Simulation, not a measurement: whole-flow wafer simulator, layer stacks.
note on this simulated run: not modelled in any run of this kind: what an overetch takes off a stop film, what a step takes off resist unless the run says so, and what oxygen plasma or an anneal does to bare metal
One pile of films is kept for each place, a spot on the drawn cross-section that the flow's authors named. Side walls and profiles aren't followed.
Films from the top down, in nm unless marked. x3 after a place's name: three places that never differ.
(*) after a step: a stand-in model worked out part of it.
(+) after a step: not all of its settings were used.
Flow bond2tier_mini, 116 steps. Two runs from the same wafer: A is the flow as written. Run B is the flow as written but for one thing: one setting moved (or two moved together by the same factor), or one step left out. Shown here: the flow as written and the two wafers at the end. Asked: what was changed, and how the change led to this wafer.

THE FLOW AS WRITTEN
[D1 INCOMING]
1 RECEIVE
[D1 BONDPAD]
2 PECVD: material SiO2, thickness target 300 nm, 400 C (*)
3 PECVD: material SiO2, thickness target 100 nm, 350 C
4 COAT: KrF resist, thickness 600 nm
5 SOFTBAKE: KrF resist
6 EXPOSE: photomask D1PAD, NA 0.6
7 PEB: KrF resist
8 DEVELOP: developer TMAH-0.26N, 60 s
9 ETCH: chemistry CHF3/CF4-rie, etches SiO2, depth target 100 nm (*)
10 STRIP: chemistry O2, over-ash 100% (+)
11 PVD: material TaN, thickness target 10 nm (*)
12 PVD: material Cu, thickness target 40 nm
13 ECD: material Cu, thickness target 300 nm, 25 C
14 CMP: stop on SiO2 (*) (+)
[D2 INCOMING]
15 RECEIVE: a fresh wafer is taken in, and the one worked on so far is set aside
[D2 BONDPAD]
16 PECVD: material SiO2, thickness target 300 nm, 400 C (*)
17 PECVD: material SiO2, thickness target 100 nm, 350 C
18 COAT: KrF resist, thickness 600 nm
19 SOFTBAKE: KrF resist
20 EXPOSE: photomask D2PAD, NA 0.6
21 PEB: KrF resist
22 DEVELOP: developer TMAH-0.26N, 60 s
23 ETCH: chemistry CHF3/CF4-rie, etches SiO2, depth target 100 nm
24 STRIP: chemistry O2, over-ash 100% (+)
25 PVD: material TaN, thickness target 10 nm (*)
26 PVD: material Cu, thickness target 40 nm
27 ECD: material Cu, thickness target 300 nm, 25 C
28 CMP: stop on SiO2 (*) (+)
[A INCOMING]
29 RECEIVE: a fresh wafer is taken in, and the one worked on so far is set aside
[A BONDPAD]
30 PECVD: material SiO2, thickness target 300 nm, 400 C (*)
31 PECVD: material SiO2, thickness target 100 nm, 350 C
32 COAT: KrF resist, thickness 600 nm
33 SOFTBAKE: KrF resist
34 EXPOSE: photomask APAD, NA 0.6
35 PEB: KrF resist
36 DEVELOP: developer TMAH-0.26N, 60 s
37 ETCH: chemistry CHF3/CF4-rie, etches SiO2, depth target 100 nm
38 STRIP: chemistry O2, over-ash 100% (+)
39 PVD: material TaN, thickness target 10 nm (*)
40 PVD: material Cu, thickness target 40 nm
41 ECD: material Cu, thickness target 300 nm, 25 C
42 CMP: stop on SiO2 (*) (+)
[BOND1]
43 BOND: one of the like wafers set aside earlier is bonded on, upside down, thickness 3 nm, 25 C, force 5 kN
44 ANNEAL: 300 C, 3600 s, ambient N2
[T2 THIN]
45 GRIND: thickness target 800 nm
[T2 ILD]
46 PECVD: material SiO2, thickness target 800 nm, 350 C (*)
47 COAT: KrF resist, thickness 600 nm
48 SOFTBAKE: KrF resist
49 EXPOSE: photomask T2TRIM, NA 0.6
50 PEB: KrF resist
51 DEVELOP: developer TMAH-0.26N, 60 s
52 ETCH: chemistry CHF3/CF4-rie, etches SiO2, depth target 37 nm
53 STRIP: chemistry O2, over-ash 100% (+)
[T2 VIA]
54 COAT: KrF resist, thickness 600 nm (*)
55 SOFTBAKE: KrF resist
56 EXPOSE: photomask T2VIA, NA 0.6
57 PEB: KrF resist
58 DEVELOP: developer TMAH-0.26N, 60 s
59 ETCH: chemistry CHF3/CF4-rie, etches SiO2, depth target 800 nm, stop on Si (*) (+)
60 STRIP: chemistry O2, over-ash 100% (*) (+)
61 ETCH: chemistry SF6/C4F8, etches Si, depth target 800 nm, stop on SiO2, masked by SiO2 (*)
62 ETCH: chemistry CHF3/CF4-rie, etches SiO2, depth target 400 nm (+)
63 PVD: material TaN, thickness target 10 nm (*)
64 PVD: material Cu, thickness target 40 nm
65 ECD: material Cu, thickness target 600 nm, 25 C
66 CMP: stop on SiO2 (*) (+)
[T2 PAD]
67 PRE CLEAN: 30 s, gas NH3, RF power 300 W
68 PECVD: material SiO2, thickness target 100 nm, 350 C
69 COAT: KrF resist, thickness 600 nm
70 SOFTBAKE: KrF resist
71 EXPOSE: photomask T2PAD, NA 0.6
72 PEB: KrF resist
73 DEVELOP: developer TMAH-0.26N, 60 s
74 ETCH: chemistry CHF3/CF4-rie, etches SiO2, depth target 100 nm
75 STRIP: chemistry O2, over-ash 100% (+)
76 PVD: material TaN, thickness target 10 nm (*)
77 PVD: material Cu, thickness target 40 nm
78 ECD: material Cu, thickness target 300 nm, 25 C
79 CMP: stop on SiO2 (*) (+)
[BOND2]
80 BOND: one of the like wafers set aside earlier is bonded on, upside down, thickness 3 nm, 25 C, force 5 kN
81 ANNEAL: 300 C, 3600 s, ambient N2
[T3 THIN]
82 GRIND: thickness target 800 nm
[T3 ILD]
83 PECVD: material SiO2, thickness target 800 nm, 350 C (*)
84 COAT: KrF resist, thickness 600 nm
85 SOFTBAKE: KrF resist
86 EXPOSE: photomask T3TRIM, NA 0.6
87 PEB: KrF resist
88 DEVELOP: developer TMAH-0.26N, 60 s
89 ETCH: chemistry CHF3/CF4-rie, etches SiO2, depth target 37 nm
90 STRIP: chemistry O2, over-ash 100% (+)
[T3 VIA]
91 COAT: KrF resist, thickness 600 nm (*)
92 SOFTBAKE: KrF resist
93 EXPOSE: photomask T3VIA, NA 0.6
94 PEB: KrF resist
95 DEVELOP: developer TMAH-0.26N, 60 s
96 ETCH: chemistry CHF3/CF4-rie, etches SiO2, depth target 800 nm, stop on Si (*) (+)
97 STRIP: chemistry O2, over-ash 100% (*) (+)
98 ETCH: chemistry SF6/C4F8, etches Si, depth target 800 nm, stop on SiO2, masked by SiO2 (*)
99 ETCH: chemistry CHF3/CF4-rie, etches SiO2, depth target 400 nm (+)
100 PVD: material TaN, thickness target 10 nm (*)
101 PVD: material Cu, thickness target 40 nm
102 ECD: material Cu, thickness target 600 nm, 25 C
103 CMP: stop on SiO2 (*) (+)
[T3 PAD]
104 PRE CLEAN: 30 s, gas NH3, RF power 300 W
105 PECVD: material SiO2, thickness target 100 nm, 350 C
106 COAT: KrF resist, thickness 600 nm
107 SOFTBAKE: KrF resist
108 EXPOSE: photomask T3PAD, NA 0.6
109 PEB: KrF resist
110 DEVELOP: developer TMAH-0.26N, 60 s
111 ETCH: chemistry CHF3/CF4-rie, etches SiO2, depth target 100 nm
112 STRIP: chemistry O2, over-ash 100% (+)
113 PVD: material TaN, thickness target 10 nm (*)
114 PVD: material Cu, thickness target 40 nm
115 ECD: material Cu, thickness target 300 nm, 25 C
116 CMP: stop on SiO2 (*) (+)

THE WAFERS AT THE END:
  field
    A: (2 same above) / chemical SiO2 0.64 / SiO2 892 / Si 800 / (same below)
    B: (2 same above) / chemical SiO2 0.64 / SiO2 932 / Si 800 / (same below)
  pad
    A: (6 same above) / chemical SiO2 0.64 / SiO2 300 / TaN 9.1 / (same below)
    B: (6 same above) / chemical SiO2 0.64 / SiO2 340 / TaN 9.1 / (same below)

The cause: step 17, PECVD: thickness target 140 nm was run, where the flow has thickness target 100 nm.

How the change led to this, step by step:
  17 PECVD: material SiO2, thickness target 100 nm, 350 C
      field, pad, via: A SiO2 +100 | B SiO2 +140
  80 BOND: one of the like wafers set aside earlier is bonded on, upside down, thickness 3 nm, 25 C, force 5 kN
      field: A Si +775 um (new film), chemical SiO2 +0.64 (new film), SiO2 +400 | B Si +775 um (new film), chemical SiO2 +0.64 (new film), SiO2 +440
      pad: A Si +775 um (new film), chemical SiO2 +0.64 (new film), SiO2 +300 (new film), TaN +9.1 (new film), Cu +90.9 | B Si +775 um (new film), chemical SiO2 +0.64 (new film), SiO2 +340 (new film), TaN +9.1 (new film), Cu +90.9
